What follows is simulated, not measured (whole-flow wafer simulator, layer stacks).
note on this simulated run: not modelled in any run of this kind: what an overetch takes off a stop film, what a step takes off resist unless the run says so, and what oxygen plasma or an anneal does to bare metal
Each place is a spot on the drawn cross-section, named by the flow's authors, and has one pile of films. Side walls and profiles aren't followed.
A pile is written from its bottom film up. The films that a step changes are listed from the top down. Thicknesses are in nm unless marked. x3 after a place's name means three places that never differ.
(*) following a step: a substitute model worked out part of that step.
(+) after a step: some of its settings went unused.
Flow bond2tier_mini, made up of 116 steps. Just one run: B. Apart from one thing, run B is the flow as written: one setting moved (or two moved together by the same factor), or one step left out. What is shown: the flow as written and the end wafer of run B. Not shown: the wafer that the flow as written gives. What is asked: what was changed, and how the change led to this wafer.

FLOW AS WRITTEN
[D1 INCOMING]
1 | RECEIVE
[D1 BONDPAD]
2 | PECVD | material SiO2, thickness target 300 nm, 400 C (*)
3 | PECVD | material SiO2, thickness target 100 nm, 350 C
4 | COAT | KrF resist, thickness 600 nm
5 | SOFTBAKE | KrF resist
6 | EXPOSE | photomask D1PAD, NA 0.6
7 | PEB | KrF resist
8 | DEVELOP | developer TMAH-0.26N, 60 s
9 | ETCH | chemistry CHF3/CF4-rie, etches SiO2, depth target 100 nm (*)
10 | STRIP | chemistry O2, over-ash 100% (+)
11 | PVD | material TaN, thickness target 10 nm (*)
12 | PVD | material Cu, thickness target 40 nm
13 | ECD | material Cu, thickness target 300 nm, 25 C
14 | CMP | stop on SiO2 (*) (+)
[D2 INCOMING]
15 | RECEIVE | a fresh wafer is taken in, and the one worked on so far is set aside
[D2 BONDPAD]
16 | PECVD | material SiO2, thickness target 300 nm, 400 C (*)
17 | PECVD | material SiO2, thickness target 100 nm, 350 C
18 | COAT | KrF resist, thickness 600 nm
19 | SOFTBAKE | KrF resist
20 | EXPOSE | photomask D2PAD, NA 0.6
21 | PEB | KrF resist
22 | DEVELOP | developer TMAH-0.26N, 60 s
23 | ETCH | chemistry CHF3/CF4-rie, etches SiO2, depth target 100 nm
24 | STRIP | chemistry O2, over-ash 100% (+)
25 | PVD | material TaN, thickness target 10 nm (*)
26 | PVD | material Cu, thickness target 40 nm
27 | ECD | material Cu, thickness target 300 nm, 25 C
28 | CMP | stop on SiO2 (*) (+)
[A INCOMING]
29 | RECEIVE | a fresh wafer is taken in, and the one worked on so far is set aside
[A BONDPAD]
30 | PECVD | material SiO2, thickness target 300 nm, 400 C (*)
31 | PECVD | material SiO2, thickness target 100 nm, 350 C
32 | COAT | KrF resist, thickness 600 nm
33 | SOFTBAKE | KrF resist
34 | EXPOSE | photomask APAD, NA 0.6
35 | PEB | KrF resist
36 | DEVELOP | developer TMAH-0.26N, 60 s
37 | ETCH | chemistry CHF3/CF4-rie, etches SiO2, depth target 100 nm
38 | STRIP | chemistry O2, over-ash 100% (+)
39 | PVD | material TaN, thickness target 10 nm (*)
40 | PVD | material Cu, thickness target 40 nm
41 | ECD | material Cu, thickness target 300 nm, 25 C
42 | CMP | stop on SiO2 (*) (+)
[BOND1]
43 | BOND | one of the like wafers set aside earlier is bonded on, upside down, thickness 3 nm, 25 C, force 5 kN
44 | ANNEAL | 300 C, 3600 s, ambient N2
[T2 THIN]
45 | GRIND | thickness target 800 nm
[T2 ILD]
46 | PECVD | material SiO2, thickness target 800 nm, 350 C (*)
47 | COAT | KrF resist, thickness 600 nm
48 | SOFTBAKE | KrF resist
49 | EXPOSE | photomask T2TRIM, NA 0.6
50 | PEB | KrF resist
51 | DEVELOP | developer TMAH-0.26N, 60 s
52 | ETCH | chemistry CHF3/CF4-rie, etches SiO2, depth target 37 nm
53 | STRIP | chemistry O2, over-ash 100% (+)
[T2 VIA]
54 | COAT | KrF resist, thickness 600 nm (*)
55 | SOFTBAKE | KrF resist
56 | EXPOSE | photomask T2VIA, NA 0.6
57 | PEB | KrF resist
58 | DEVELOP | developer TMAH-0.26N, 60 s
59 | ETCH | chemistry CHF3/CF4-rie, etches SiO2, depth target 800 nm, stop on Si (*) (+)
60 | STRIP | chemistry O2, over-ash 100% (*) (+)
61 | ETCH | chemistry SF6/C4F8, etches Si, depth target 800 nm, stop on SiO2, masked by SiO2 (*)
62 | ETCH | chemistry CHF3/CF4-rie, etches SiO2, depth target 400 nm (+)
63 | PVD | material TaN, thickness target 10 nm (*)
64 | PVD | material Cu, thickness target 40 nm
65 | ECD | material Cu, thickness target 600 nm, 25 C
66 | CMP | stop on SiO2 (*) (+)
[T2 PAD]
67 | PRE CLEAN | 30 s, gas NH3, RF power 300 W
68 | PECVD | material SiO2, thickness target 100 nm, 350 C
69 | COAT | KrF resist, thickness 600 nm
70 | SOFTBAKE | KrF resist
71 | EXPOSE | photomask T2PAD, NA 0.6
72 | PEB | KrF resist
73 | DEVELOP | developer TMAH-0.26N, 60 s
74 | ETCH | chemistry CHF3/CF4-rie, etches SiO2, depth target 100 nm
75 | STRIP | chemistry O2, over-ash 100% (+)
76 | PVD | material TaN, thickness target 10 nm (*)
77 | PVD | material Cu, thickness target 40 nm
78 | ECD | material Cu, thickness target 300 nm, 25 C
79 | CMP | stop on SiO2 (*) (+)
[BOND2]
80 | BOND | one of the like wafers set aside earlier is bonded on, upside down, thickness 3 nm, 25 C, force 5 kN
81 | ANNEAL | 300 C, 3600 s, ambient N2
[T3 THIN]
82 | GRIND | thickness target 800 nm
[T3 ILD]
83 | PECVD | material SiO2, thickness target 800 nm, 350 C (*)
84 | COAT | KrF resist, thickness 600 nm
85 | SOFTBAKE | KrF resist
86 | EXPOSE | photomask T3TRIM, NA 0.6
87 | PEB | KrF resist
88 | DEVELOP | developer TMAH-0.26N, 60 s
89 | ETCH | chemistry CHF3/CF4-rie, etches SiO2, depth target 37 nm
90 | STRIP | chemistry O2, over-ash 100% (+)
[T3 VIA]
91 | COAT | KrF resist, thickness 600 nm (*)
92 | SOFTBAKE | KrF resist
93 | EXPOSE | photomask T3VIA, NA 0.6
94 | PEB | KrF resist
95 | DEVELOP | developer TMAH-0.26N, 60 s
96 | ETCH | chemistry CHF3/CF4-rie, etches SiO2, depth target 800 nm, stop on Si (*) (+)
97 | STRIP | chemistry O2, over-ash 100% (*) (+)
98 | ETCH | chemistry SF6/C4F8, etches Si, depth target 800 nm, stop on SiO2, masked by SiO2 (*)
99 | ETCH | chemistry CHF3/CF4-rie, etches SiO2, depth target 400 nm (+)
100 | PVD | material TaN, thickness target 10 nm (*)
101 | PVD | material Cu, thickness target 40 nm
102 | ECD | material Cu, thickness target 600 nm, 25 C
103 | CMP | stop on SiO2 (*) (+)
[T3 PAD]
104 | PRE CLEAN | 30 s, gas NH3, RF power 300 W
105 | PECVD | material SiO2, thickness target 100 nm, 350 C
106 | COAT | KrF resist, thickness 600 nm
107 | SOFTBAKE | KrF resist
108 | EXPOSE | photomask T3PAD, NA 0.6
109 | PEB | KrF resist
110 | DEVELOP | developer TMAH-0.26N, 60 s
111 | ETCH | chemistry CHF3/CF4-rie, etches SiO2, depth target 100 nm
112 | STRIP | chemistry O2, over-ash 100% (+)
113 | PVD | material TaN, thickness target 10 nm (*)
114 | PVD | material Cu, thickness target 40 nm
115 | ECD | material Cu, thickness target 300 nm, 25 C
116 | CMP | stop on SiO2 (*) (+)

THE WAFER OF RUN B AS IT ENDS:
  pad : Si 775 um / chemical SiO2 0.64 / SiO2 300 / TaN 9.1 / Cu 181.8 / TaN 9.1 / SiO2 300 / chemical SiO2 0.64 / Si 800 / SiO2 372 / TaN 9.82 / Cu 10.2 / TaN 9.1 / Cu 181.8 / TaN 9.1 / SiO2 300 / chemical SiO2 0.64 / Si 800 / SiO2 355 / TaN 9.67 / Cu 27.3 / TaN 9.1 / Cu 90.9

What caused this: step 52, ETCH: depth target 20 nm was run, whereas the flow has depth target 37 nm.

The path from the change to this, step by step:
  52 | ETCH | chemistry CHF3/CF4-rie, etches SiO2, depth target 37 nm
      pad, via: SiO2 loses 20 (as written it would have been: SiO2 loses 37)
      field: KrF resist loses 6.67 (as written it would have been: KrF resist loses 12.3)
  59 | ETCH | chemistry CHF3/CF4-rie, etches SiO2, depth target 800 nm, stop on Si (*) (+)
      via: SiO2 loses 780 (all of it) (as written it would have been: SiO2 loses 763 (all of it))
  60 | STRIP | chemistry O2, over-ash 100% (*) (+)
      field: KrF resist loses 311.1 (all of it) (as written it would have been: KrF resist loses 303.9 (all of it))
      pad: KrF resist loses 328.4 (all of it) (as written it would have been: KrF resist loses 336 (all of it))
  65 | ECD | material Cu, thickness target 600 nm, 25 C
      pad: Cu gains 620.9 (as written it would have been: Cu gains 638.7)
